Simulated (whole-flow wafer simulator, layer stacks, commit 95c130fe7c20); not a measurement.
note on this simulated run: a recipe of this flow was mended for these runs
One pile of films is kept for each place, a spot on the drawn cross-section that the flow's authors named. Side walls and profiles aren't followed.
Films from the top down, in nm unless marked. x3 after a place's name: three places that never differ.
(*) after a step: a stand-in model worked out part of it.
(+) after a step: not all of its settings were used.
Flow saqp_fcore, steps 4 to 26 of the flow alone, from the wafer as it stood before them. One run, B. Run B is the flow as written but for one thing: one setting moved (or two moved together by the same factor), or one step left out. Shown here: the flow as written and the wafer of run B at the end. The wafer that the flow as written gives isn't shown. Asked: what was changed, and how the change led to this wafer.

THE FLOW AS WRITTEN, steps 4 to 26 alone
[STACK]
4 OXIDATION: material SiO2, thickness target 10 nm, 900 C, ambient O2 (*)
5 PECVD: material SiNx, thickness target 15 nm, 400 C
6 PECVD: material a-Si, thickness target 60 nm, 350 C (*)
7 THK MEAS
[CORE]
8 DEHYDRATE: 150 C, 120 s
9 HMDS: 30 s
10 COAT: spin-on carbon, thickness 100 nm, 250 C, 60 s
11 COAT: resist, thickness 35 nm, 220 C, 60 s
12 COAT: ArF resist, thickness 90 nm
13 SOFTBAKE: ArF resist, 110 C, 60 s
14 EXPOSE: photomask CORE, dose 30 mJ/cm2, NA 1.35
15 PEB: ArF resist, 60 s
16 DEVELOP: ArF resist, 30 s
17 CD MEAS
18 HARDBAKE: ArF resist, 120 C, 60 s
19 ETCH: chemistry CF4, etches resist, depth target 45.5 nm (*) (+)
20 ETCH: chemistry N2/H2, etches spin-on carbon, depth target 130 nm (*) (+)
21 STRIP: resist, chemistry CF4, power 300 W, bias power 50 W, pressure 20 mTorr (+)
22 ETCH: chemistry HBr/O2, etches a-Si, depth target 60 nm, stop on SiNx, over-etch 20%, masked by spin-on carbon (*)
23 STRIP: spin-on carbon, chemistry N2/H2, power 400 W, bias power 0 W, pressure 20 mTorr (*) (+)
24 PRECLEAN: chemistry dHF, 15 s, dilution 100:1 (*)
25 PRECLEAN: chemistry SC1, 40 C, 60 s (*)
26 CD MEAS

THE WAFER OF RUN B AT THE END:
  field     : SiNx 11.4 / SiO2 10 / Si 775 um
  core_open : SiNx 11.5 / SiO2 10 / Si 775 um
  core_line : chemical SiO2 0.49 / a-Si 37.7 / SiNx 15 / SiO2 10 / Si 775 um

The cause: step 6, PECVD: thickness target 38.4 nm was run, where the flow has thickness target 60 nm.

How the change led to this, step by step:
  6 PECVD: material a-Si, thickness target 60 nm, 350 C (*)
      field, core_open, core_line: a-Si +38.4 (new film) (as written it would be: a-Si +60 (new film))
  22 ETCH: chemistry HBr/O2, etches a-Si, depth target 60 nm, stop on SiNx, over-etch 20%, masked by spin-on carbon (*)
      field: a-Si -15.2 (all of it), SiNx -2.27 (as written it would be: a-Si -36.8 (all of it), SiNx -1.41)
      core_open: a-Si -17.8 (all of it), SiNx -2.17 (as written it would be: a-Si -39.4 (all of it), SiNx -1.3)
      (and at 1 more place)
  23 STRIP: spin-on carbon, chemistry N2/H2, power 400 W, bias power 0 W, pressure 20 mTorr (*) (+)
      core_line: spin-on carbon -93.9 (all of it) (as written it would be: spin-on carbon -88.8 (all of it))
